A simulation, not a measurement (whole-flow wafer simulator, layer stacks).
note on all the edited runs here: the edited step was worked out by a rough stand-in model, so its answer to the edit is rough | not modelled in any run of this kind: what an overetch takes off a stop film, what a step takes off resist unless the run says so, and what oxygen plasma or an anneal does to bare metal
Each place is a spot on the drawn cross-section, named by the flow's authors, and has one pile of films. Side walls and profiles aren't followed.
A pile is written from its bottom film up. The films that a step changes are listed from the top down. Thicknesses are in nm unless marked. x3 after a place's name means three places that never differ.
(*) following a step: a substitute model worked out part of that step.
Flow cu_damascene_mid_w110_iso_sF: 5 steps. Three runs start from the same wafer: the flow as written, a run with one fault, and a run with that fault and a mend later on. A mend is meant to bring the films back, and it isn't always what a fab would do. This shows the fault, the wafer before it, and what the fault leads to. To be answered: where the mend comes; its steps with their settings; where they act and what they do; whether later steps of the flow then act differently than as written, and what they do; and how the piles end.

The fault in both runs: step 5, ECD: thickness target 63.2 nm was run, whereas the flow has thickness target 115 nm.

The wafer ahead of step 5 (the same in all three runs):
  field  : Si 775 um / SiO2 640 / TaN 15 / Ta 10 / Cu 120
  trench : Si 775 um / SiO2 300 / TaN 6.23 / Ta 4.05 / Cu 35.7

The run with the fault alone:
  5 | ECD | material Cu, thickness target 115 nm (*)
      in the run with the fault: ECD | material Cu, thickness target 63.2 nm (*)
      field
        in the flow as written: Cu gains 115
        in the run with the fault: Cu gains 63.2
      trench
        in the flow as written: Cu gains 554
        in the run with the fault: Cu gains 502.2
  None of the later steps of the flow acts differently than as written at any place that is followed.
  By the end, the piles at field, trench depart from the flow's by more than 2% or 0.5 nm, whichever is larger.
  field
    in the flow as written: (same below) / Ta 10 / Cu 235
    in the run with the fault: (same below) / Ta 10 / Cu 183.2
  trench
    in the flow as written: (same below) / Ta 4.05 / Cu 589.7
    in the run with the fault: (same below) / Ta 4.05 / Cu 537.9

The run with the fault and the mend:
  The mend stands after step 5.
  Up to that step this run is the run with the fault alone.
  5a | ECD | material Cu, thickness target 51.8 nm (a further turn of the flow's step 5, with different settings)
      field, trench
        Cu gains 51.8
  None of the later steps of the flow acts differently than as written at any place that is followed.
  By the end, the piles equal the flow's at every place that both follow.
